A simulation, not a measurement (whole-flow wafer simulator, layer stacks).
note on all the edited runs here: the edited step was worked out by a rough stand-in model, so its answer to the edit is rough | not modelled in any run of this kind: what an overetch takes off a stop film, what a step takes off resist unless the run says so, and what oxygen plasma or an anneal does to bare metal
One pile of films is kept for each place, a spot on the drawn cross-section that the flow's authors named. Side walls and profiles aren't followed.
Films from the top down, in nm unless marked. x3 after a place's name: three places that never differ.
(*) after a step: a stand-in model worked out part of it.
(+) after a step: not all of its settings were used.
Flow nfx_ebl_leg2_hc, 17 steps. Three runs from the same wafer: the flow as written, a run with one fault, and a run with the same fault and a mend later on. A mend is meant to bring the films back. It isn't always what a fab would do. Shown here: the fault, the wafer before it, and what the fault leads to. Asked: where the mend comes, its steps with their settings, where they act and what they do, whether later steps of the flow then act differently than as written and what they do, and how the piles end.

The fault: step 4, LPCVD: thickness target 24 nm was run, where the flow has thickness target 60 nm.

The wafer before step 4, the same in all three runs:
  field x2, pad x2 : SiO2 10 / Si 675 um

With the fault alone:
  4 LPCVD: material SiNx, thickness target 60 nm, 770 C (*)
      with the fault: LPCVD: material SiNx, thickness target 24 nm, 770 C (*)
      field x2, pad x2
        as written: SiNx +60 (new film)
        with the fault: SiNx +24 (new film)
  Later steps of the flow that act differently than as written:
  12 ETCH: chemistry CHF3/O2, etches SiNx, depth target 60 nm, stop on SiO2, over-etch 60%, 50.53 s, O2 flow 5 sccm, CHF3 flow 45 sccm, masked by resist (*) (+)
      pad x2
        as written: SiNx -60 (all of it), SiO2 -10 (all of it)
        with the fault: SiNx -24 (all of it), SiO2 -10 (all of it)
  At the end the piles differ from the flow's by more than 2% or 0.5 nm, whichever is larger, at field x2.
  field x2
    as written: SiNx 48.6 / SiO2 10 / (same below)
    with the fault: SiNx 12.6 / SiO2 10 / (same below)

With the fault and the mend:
  The mend comes after step 5.
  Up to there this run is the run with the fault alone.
  5a LPCVD: material SiNx, thickness target 36 nm, 770 C (*) (the flow's step 4 once more, with other settings)
      field x2, pad x2
        SiNx +36
  No later step of the flow acts differently than as written at any place that is followed.
  At the end the piles are the same as the flow's at every place that both follow.
